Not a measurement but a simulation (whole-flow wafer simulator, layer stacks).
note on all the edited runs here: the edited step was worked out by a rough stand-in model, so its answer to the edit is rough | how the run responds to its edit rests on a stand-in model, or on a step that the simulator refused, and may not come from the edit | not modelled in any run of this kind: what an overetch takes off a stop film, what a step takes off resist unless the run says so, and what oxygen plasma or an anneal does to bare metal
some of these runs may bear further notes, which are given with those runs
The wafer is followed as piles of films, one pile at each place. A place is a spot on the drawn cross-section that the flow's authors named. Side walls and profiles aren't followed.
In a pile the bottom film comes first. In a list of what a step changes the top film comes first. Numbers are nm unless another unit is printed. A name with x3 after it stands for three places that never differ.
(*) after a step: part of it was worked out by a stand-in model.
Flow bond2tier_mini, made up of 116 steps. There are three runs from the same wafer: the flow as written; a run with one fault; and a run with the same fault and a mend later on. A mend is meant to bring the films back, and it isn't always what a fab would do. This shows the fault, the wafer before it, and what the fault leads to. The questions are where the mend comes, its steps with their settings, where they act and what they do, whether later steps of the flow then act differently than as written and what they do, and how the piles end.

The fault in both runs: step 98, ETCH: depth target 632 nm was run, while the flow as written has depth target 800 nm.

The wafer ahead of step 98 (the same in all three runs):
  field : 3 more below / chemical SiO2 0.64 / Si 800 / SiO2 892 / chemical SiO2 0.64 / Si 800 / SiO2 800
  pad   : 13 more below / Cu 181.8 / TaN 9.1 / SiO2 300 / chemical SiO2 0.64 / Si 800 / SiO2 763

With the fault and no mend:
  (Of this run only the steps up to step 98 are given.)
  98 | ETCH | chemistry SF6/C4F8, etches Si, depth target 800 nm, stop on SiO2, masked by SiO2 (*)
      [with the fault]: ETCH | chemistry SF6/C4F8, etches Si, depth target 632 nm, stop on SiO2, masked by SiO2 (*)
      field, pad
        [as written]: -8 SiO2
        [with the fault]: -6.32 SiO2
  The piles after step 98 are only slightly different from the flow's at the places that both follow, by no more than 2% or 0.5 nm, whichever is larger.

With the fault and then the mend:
  The mend follows step 98.
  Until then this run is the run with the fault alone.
  98a | ETCH | chemistry SF6/C4F8, etches Si, depth target 168 nm, stop on SiO2, masked by SiO2 (*) (a further turn of the flow's step 98, with different settings)
      field, pad
        -1.68 SiO2
  None of the later steps of the flow acts differently than as written at any place that is followed.
  The piles end the same as the flow's at every place that both follow.
